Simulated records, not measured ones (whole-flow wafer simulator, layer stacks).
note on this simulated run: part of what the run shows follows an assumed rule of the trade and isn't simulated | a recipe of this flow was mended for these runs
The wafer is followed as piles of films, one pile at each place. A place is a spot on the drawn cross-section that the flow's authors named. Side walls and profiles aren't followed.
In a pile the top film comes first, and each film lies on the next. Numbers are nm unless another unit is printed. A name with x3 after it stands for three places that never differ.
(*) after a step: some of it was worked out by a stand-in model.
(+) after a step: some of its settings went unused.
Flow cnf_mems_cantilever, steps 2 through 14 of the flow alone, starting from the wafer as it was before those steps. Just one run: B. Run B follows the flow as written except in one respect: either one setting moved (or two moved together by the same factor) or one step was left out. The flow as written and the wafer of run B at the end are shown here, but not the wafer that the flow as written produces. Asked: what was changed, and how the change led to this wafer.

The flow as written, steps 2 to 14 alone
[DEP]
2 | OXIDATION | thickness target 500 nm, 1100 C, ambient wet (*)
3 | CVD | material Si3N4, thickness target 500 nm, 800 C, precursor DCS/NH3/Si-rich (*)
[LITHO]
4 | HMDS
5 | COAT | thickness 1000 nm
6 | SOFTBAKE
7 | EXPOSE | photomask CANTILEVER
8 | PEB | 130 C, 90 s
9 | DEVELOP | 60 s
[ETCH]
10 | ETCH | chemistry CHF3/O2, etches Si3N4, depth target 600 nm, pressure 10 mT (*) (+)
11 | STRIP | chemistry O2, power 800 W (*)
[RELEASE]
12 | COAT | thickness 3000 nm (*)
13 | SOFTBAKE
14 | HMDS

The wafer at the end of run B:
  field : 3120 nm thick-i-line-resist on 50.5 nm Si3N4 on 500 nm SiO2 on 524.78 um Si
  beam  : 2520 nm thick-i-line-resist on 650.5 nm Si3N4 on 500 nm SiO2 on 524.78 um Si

What caused this: step 3, CVD: 823 C was run, whereas the flow has 800 C.

Step by step, how the change led to this:
  3 | CVD | material Si3N4, thickness target 500 nm, 800 C, precursor DCS/NH3/Si-rich (*)
      field, beam: Si3N4 gains 650.5 (new film) (it would be, as written: Si3N4 gains 500 (new film))
  10 | ETCH | chemistry CHF3/O2, etches Si3N4, depth target 600 nm, pressure 10 mT (*) (+)
      field: Si3N4 loses 600 (it would be, as written: Si3N4 loses 500 (all of it), SiO2 loses 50)
  13 | SOFTBAKE
      field: thick-i-line-resist gains 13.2 (it would be, as written: thick-i-line-resist gains 11.9)
      beam: thick-i-line-resist loses 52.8 (it would be, as written: thick-i-line-resist loses 47.6)
